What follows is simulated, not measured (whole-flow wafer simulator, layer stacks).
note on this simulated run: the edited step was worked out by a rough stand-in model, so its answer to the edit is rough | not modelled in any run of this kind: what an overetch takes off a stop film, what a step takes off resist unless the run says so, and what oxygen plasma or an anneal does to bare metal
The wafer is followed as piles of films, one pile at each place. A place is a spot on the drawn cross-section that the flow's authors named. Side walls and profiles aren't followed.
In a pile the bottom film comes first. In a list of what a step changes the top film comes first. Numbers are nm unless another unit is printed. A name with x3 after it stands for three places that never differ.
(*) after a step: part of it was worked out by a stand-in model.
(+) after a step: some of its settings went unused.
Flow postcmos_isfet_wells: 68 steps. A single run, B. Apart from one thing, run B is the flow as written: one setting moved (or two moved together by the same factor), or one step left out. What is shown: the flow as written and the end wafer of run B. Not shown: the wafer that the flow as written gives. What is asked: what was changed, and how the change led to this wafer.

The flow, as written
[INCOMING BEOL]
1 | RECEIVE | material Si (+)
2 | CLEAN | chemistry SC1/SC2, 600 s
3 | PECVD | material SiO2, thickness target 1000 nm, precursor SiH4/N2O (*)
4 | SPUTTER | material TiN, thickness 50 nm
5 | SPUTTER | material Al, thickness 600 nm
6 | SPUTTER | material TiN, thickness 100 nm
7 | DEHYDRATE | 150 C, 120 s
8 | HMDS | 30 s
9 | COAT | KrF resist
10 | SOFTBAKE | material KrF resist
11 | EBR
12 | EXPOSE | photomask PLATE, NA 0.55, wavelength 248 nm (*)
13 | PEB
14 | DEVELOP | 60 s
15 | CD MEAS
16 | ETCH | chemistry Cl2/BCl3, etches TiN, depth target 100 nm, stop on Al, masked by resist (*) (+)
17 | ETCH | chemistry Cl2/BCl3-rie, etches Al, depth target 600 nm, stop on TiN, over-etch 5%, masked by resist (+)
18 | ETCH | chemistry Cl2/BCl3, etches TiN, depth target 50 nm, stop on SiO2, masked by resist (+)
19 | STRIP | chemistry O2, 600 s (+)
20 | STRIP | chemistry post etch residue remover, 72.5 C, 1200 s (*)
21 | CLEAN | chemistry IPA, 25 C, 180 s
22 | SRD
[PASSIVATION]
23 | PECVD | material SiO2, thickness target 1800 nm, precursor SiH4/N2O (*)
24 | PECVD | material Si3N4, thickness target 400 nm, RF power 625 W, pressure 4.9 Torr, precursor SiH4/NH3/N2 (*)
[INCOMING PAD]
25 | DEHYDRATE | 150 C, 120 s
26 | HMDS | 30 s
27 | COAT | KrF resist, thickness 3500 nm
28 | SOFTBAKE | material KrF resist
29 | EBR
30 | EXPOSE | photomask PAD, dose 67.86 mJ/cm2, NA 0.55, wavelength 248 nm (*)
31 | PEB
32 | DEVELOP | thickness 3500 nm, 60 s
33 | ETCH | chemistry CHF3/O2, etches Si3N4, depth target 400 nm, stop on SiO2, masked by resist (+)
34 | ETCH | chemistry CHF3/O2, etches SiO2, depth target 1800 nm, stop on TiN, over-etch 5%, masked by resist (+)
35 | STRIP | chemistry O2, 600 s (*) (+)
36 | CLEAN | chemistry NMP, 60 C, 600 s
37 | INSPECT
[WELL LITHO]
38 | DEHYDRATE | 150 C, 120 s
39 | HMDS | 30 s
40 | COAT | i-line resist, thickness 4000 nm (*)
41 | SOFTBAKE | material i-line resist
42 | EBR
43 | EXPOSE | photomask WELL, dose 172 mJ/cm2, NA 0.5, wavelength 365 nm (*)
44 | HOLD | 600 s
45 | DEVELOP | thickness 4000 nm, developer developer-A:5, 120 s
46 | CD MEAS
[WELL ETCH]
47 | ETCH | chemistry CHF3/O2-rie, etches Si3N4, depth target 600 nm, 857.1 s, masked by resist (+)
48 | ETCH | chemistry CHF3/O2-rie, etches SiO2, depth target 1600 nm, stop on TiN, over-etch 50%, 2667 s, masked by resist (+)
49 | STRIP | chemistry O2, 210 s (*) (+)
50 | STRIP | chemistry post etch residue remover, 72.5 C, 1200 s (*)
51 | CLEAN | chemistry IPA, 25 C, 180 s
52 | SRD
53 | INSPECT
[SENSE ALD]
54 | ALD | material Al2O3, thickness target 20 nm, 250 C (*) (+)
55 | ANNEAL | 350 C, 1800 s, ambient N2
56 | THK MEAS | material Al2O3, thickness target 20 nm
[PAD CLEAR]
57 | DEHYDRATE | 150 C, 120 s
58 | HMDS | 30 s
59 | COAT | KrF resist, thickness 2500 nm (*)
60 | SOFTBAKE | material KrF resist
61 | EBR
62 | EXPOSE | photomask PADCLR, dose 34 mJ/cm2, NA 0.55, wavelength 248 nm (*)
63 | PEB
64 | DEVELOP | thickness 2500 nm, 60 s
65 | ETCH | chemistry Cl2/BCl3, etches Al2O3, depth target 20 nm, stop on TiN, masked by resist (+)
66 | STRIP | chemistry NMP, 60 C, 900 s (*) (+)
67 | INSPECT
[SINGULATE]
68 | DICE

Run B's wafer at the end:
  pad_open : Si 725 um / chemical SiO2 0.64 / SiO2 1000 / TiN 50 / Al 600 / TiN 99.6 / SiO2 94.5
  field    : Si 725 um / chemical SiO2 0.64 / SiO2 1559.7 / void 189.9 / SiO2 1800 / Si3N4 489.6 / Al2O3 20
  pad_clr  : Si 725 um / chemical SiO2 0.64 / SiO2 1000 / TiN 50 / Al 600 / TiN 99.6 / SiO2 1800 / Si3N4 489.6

Cause: step 24, PECVD: thickness target 490 nm was run, whereas the flow has thickness target 400 nm.

Step by step, how the change led to this:
  24 | PECVD | material Si3N4, thickness target 400 nm, RF power 625 W, pressure 4.9 Torr, precursor SiH4/NH3/N2 (*)
      field, margin, well900, well1300 x3, pad_rim, pad_clr, pad_open: Si3N4 gains 490 (new film) (as written it would have been: Si3N4 gains 400 (new film))
  33 | ETCH | chemistry CHF3/O2, etches Si3N4, depth target 400 nm, stop on SiO2, masked by resist (+)
      pad_open: Si3N4 loses 400 (as written it would have been: Si3N4 loses 400 (all of it))
  34 | ETCH | chemistry CHF3/O2, etches SiO2, depth target 1800 nm, stop on TiN, over-etch 5%, masked by resist (+)
      pad_open: Si3N4 loses 90 (all of it), SiO2 loses 1705.5 (as written it would have been: SiO2 loses 1800 (all of it))
  47 | ETCH | chemistry CHF3/O2-rie, etches Si3N4, depth target 600 nm, 857.1 s, masked by resist (+)
      well900, well1300 x3: Si3N4 loses 490 (all of it), SiO2 loses 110 (as written it would have been: Si3N4 loses 400 (all of it), SiO2 loses 200)
  48 | ETCH | chemistry CHF3/O2-rie, etches SiO2, depth target 1600 nm, stop on TiN, over-etch 50%, 2667 s, masked by resist (+)
      well900, well1300 x3: SiO2 loses 1690 (all of it) (as written it would have been: SiO2 loses 1600 (all of it))
  59 | COAT | KrF resist, thickness 2500 nm (*)
      field: KrF resist gains 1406 (new film) (as written it would have been: KrF resist gains 1449 (new film))
      margin: KrF resist gains 1405.9 (new film) (as written it would have been: KrF resist gains 1448.9 (new film))
  66 | STRIP | chemistry NMP, 60 C, 900 s (*) (+)
      field, margin: KrF resist loses 1357.4 (all of it) (as written it would have been: KrF resist loses 1400.1 (all of it))
